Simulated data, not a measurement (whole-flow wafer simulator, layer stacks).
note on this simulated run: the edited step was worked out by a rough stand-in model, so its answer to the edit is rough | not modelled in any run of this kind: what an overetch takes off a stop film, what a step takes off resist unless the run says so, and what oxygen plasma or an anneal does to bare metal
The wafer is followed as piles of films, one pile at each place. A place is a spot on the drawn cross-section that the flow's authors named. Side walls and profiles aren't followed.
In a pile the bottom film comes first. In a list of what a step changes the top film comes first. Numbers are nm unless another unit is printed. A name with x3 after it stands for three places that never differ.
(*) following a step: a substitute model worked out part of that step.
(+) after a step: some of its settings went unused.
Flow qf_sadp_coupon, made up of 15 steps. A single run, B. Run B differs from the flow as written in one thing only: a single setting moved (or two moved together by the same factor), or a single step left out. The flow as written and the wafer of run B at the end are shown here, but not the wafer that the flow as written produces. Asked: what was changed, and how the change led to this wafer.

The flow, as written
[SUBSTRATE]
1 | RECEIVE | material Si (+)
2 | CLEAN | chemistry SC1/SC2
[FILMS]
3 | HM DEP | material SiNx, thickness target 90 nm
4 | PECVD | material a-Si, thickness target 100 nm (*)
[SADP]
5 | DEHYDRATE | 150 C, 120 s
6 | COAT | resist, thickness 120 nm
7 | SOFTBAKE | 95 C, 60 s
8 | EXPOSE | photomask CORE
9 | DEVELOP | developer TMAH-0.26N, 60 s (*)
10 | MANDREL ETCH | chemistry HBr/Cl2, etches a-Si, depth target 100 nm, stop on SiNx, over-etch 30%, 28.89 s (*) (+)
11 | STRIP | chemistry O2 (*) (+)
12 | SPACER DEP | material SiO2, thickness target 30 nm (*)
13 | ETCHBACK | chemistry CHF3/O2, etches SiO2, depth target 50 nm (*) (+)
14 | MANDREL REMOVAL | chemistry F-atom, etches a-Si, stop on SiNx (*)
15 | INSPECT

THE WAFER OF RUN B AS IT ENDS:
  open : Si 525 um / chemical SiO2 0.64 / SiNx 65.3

Cause: step 10, MANDREL ETCH: depth target 107.5 nm was run, while the flow as written has depth target 100 nm; step 10, MANDREL ETCH: 31.06 s was run, where the flow has 28.89 s.

How this came from the change, step by step:
  10 | MANDREL ETCH | chemistry HBr/Cl2, etches a-Si, depth target 100 nm, stop on SiNx, over-etch 30%, 28.89 s (*) (+)
      m: -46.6 resist (in the flow as written it would be: -43.3 resist)
      open: -100 a-Si (all of it), -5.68 SiNx (in the flow as written it would be: -100 a-Si (all of it), -4.29 SiNx)
  11 | STRIP | chemistry O2 (*) (+)
      m: +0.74 chemical SiO2 (new film), -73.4 resist (all of it), -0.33 a-Si (in the flow as written it would be: +0.74 chemical SiO2 (new film), -76.7 resist (all of it), -0.32 a-Si)
